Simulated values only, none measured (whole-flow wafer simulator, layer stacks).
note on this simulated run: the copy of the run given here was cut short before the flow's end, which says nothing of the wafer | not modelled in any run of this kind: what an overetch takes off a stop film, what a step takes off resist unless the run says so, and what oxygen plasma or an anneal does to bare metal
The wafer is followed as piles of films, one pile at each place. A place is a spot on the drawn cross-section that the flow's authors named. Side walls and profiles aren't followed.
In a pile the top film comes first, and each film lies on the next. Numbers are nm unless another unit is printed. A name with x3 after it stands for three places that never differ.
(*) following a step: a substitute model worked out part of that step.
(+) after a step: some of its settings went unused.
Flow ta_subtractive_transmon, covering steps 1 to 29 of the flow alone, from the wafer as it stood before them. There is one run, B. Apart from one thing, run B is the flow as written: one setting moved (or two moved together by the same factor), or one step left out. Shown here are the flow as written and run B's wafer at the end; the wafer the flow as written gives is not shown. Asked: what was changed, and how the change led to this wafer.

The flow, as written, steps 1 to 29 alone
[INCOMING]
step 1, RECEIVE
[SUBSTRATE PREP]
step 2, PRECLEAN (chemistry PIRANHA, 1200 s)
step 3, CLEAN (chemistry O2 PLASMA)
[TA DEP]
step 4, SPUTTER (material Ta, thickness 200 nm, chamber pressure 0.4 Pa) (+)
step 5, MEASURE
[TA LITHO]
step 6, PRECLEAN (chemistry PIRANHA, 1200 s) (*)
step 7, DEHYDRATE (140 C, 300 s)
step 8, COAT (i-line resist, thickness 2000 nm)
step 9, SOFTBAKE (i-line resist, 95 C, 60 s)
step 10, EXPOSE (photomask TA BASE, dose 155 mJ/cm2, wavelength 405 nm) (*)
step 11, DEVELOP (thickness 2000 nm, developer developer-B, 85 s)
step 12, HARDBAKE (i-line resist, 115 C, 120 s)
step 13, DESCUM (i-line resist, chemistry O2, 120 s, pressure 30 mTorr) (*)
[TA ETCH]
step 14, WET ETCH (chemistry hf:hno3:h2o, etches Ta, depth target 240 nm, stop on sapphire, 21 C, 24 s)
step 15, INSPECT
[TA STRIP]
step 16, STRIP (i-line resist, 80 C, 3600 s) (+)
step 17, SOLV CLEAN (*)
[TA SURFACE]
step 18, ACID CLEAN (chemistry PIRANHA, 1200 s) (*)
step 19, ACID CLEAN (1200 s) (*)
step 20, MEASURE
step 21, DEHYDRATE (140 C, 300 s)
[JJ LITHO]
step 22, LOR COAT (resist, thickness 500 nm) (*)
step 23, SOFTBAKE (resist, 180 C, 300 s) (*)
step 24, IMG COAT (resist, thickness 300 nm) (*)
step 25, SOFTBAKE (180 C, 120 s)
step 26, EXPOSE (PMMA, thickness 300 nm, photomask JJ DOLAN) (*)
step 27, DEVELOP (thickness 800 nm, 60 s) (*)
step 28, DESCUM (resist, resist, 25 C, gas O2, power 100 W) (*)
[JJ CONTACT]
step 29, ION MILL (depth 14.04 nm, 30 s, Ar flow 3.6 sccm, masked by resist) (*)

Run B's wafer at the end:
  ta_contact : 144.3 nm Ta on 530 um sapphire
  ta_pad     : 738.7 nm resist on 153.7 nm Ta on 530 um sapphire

Cause: step 4, SPUTTER: thickness 154 nm was run, whereas the flow has thickness 200 nm.

The path from the change to this, step by step:
  step 4, SPUTTER (material Ta, thickness 200 nm, chamber pressure 0.4 Pa) (+)
      field x2, jj_line, lead, ta_contact, ta_pad: Ta gains 154 (new film) (in the flow as written it would be: Ta gains 200 (new film))
  step 14, WET ETCH (chemistry hf:hno3:h2o, etches Ta, depth target 240 nm, stop on sapphire, 21 C, 24 s)
      field x2, jj_line, lead: Ta loses 154 (all of it) (in the flow as written it would be: Ta loses 200 (all of it))
  step 22, LOR COAT (resist, thickness 500 nm) (*)
      lead: resist gains 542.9 (new film) (in the flow as written it would be: resist gains 554.8 (new film))
      ta_contact: resist gains 455.8 (new film) (in the flow as written it would be: resist gains 443.8 (new film))
  step 27, DEVELOP (thickness 800 nm, 60 s) (*)
      ta_contact: resist loses 746.2 (all of it) (in the flow as written it would be: resist loses 731.2 (all of it))
